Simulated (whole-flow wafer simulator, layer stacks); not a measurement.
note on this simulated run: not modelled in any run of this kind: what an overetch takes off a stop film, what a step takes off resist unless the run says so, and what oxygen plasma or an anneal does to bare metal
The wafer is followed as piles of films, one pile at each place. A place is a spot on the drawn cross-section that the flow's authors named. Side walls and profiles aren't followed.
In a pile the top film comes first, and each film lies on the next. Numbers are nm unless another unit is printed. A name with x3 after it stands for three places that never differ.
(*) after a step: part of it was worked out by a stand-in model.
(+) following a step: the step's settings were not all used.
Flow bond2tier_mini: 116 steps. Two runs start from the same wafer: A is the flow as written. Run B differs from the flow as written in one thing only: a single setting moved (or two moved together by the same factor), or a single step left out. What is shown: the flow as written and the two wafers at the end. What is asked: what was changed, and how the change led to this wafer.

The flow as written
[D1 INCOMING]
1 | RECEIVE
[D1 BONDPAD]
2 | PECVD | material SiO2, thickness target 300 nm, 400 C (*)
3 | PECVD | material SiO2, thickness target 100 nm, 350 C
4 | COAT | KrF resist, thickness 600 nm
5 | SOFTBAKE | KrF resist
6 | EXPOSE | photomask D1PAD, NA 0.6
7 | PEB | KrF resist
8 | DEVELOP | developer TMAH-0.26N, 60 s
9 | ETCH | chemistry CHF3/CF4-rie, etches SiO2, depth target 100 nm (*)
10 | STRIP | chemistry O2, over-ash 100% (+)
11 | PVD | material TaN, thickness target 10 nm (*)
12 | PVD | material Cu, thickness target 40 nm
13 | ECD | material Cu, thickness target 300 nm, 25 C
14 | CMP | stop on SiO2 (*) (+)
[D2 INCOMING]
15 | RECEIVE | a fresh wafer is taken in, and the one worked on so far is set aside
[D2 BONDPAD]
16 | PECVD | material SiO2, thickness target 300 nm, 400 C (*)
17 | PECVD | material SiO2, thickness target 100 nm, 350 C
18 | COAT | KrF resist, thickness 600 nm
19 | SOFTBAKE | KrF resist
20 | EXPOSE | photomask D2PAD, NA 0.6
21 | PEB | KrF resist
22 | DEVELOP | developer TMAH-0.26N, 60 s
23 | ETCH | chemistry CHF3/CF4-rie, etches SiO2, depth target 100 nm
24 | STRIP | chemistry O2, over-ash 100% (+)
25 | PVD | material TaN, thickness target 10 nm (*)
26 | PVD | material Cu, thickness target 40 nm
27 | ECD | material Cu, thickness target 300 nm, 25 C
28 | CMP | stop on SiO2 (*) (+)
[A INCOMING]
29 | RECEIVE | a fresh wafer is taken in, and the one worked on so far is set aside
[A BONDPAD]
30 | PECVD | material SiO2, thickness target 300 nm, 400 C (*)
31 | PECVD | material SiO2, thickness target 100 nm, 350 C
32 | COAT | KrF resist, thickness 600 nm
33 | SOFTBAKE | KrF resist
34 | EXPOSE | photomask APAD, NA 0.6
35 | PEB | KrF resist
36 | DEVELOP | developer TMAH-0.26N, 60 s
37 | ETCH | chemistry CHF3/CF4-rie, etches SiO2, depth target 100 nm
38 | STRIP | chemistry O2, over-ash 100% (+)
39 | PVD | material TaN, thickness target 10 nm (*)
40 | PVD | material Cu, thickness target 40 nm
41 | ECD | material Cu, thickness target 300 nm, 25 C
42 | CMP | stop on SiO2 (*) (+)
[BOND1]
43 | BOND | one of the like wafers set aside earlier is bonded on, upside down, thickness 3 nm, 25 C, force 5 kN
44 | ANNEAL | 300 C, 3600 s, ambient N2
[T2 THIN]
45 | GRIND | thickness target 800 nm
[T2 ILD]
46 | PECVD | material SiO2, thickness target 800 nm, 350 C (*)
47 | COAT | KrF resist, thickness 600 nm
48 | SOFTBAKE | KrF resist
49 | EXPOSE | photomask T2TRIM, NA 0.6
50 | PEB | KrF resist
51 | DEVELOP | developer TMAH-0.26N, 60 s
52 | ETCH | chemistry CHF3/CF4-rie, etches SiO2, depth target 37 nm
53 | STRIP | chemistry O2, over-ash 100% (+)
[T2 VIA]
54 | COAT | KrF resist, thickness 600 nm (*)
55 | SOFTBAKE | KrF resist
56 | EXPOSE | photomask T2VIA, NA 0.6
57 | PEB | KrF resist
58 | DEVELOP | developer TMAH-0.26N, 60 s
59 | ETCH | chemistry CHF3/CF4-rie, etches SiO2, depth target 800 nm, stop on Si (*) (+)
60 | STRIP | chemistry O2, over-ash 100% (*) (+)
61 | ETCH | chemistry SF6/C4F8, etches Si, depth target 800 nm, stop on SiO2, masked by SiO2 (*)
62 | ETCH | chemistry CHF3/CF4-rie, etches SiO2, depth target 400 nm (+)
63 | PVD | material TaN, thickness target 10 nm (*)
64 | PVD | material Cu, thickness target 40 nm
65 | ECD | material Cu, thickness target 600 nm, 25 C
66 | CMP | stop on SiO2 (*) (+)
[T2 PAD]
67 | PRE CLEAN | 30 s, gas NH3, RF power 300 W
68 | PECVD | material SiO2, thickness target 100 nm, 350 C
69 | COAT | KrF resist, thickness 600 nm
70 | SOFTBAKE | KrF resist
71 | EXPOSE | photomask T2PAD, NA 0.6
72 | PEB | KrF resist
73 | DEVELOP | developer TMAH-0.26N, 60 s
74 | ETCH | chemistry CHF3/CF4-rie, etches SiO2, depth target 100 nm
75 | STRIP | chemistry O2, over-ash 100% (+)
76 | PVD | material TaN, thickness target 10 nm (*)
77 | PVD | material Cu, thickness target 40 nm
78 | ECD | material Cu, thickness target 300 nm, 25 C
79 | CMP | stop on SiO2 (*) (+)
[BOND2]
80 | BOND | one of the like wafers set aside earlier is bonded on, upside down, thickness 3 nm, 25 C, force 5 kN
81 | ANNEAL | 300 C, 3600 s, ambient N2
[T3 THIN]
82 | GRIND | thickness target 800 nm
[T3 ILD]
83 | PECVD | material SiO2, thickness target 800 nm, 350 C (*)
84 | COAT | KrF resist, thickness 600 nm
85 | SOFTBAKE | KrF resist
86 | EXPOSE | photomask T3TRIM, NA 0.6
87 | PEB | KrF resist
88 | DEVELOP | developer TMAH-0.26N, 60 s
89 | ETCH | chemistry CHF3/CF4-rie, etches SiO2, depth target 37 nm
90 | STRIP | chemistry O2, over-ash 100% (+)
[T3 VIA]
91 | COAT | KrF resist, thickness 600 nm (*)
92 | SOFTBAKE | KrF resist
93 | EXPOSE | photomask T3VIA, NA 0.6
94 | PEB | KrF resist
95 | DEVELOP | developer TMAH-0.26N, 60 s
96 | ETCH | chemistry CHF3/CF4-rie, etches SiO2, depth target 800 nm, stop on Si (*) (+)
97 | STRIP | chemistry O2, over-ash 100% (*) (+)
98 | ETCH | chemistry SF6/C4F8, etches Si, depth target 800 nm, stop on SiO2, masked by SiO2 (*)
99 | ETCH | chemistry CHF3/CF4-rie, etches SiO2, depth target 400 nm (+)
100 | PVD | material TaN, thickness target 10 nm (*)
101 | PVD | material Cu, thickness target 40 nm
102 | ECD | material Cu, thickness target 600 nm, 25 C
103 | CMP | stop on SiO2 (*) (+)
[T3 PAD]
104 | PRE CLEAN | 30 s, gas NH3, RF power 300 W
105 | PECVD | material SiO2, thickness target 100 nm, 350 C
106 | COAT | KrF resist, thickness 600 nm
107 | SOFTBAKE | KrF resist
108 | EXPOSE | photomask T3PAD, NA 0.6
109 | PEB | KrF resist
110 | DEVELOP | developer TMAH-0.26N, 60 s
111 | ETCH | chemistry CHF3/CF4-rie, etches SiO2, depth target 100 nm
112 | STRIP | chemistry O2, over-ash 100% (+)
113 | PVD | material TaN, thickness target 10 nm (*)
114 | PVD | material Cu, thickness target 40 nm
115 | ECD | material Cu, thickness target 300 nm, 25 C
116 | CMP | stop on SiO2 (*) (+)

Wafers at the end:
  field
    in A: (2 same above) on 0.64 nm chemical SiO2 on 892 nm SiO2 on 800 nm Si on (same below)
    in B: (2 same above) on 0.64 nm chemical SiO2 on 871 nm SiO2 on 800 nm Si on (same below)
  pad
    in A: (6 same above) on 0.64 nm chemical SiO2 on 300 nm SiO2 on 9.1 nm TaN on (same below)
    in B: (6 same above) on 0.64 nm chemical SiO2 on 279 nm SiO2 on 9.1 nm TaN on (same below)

What caused this: step 17, PECVD: thickness target 79 nm was run, though the flow has thickness target 100 nm.

Step by step, how the change led to this:
  17 | PECVD | material SiO2, thickness target 100 nm, 350 C
      field, pad, via: A +100 SiO2 | B +79 SiO2
  80 | BOND | one of the like wafers set aside earlier is bonded on, upside down, thickness 3 nm, 25 C, force 5 kN
      field: A +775 um Si (new film), +0.64 chemical SiO2 (new film), +400 SiO2 | B +775 um Si (new film), +0.64 chemical SiO2 (new film), +379 SiO2
      pad: A +775 um Si (new film), +0.64 chemical SiO2 (new film), +300 SiO2 (new film), +9.1 TaN (new film), +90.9 Cu | B +775 um Si (new film), +0.64 chemical SiO2 (new film), +279 SiO2 (new film), +9.1 TaN (new film), +90.9 Cu
